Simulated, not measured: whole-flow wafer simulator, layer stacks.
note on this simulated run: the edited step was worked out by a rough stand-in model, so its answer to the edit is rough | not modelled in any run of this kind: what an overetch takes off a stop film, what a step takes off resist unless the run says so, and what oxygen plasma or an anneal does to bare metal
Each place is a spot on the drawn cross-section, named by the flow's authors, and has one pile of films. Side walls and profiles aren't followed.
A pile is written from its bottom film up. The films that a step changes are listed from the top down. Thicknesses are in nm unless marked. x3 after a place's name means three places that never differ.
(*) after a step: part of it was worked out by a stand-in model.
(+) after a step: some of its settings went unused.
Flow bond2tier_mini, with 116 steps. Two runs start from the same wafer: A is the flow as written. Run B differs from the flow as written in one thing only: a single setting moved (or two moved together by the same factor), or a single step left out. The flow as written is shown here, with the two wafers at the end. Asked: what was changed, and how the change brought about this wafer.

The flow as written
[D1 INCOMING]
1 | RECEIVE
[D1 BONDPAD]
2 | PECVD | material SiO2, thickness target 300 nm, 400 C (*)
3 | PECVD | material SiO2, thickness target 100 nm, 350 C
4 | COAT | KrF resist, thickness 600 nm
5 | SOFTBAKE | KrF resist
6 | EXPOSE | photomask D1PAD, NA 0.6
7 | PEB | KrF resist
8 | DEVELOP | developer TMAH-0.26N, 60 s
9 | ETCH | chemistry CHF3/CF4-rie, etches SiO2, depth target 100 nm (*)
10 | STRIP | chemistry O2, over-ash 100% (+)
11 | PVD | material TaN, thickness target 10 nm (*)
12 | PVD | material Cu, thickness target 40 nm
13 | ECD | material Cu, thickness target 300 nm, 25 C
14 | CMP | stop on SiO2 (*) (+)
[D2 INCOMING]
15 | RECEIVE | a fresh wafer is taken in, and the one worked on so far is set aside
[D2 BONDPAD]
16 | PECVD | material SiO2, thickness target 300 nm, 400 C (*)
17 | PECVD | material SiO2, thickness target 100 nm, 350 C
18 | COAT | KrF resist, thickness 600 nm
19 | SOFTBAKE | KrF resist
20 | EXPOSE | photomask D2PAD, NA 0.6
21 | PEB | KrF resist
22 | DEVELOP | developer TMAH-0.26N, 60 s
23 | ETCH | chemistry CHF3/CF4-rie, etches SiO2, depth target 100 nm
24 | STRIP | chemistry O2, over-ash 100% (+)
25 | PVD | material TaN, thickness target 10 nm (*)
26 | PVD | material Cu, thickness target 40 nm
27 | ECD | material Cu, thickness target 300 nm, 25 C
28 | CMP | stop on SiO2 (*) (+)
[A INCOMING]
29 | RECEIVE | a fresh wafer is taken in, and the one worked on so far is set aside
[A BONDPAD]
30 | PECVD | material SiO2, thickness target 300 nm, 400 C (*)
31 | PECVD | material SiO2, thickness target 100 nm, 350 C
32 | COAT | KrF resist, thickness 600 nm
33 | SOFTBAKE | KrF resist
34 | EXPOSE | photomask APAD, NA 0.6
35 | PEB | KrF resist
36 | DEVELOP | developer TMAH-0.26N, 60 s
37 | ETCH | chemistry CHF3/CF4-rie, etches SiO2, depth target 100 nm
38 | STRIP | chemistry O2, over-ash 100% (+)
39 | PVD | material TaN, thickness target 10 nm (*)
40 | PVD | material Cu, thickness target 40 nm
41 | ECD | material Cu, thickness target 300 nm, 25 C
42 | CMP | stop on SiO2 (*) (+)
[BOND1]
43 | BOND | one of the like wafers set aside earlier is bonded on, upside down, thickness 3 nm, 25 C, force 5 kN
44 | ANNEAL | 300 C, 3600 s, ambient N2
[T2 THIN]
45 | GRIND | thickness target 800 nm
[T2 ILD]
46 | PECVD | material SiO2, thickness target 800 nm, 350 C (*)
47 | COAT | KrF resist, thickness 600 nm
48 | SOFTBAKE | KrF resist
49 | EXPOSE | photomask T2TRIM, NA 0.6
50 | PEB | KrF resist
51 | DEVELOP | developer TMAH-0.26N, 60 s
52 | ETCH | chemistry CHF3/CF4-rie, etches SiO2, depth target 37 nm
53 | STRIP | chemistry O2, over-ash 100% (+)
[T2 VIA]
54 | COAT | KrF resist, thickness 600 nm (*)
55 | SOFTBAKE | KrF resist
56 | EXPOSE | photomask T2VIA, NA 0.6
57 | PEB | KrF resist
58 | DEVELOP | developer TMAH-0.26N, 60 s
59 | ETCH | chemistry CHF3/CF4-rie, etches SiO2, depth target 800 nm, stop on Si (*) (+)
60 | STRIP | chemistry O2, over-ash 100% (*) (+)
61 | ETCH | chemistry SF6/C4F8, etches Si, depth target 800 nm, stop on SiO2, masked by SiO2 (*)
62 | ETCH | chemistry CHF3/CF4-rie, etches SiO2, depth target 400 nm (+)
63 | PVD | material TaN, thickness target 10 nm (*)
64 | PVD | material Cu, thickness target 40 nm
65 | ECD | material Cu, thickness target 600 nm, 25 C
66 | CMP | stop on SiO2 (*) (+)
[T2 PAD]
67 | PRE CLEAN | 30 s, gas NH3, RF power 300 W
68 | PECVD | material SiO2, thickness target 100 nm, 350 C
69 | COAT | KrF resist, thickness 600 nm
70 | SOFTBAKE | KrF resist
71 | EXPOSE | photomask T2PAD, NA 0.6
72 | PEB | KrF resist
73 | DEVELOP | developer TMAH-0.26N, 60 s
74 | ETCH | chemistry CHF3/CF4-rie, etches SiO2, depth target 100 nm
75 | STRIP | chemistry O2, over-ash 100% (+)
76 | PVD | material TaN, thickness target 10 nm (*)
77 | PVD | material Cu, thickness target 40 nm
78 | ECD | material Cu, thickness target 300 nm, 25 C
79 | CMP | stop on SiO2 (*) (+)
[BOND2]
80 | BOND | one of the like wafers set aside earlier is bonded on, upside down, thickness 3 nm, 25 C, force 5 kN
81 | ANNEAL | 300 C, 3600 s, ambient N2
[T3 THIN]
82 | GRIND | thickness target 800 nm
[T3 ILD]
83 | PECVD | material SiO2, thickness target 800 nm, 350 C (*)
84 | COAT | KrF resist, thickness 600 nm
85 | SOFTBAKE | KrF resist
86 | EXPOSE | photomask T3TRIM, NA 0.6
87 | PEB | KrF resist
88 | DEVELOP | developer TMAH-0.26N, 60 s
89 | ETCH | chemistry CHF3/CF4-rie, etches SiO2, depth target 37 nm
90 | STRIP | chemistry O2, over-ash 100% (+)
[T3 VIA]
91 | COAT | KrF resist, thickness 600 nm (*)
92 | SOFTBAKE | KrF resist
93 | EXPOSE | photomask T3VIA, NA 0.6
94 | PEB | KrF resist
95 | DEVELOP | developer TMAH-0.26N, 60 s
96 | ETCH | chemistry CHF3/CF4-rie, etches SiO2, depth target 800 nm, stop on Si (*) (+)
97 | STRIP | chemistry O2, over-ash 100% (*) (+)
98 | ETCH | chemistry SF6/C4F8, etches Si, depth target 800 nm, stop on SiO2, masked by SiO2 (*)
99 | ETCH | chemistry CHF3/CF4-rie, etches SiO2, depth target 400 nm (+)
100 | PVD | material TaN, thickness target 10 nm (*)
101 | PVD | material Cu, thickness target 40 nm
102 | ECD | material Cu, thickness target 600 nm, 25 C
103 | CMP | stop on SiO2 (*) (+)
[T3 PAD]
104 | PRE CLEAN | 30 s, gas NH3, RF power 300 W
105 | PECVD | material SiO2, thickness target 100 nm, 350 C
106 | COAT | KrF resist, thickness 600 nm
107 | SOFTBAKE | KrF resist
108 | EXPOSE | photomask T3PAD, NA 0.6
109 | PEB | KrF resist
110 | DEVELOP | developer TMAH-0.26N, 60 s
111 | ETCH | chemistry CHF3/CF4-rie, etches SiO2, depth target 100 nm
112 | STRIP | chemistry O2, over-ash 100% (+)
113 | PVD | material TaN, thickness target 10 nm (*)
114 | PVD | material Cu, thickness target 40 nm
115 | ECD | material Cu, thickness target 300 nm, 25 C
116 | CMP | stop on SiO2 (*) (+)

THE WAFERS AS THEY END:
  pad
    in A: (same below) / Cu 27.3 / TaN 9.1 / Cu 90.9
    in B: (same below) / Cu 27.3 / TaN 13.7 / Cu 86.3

Cause: step 113, PVD: thickness target 15 nm was run, while the flow as written has thickness target 10 nm.

How this came from the change, step by step:
  113 | PVD | material TaN, thickness target 10 nm (*)
      field: A TaN gains 10 (new film) | B TaN gains 15 (new film)
      pad: A TaN gains 9.1 (new film) | B TaN gains 13.7 (new film)
  116 | CMP | stop on SiO2 (*) (+)
      field: A Cu loses 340 (all of it), TaN loses 10 (all of it) | B Cu loses 340 (all of it), TaN loses 15 (all of it)
